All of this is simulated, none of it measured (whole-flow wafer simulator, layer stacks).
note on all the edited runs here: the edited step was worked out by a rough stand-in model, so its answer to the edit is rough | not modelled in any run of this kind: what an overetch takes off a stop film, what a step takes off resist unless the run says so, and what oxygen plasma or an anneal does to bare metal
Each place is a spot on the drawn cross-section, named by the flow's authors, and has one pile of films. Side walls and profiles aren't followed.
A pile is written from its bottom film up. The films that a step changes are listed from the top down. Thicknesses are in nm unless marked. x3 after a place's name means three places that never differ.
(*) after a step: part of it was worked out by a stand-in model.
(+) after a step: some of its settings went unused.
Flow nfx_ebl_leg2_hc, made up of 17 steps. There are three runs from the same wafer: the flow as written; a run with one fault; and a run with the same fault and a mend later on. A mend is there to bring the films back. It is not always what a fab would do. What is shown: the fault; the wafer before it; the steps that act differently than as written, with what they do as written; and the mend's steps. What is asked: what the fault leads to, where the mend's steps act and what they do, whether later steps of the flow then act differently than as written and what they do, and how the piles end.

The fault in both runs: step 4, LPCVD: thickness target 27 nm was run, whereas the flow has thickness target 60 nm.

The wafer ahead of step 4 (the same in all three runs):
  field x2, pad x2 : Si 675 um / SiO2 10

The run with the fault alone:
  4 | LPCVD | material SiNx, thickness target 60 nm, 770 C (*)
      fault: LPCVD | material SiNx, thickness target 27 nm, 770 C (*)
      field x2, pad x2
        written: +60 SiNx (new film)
        fault: +27 SiNx (new film)
  Steps further on in the flow that do not act as written:
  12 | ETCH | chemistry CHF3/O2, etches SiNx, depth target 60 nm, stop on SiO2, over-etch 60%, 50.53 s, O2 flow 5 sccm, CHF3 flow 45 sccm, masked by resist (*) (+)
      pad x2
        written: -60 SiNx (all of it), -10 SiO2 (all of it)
        fault: -27 SiNx (all of it), -10 SiO2 (all of it)
  The piles end different from the flow's at field x2 by more than 2% or 0.5 nm, whichever is larger.
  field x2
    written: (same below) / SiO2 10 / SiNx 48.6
    fault: (same below) / SiO2 10 / SiNx 15.6

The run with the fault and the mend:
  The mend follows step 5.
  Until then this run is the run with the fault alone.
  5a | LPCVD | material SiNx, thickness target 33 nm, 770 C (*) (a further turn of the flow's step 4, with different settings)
      field x2, pad x2
        +33 SiNx
  None of the later steps of the flow acts differently than as written at any place that is followed.
  By the end, the piles equal the flow's at every place that both follow.
